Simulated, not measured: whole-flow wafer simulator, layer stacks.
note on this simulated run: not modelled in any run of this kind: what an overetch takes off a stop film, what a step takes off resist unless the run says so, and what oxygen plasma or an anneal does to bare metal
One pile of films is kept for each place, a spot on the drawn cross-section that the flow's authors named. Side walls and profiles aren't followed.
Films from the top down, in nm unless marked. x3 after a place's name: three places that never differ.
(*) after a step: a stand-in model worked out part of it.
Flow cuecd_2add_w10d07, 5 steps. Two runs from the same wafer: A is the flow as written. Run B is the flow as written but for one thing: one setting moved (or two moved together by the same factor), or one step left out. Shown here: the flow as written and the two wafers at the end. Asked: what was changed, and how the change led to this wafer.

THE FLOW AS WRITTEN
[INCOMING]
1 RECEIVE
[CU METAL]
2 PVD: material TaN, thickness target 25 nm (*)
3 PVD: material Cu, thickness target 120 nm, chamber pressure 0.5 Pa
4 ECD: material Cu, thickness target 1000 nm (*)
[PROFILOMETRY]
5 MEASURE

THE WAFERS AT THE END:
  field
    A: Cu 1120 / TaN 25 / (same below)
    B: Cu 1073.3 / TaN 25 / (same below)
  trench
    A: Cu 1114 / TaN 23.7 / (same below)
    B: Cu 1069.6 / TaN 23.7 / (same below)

The cause: step 3, PVD: thickness target 73.3 nm was run, where the flow has thickness target 120 nm.

How the change led to this, step by step:
  3 PVD: material Cu, thickness target 120 nm, chamber pressure 0.5 Pa
      field: A Cu +120 (new film) | B Cu +73.3 (new film)
      trench: A Cu +114 (new film) | B Cu +69.6 (new film)
